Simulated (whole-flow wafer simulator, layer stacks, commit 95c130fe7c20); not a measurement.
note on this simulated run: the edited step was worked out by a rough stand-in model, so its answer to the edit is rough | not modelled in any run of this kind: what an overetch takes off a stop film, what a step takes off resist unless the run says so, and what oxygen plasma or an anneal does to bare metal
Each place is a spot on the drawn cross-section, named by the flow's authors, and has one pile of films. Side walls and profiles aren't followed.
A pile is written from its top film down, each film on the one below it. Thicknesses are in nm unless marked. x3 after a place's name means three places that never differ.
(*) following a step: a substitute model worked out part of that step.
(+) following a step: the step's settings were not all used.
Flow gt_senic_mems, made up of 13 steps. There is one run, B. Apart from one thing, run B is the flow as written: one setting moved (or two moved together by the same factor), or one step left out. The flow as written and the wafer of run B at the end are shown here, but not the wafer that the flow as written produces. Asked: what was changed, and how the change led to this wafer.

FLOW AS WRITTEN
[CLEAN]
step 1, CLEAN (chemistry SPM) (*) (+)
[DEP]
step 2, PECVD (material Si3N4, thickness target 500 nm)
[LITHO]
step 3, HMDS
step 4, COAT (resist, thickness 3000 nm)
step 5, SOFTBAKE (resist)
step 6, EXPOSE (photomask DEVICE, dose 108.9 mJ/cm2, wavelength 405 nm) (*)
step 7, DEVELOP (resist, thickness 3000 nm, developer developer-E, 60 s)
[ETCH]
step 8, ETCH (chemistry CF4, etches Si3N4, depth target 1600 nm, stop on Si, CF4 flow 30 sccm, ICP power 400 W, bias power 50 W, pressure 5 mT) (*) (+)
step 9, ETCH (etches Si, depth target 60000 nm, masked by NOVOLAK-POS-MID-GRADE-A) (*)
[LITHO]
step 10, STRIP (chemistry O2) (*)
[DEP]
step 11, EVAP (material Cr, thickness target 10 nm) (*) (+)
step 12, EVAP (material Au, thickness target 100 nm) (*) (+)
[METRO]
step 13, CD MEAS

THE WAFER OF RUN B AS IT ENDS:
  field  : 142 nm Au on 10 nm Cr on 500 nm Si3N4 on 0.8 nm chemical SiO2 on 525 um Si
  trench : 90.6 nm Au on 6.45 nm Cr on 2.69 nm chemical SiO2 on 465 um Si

The reason: step 12, EVAP: thickness target 142 nm was run, while the flow as written has thickness target 100 nm.
The wafer itself shows it: field has Au 142, and step 12 as written asks for 100 nm.

How this came from the change, step by step:
  step 12, EVAP (material Au, thickness target 100 nm) (*) (+)
      field: +142 Au (new film) (in the flow as written it would be: +100 Au (new film))
      trench: +90.6 Au (new film) (in the flow as written it would be: +64.1 Au (new film))
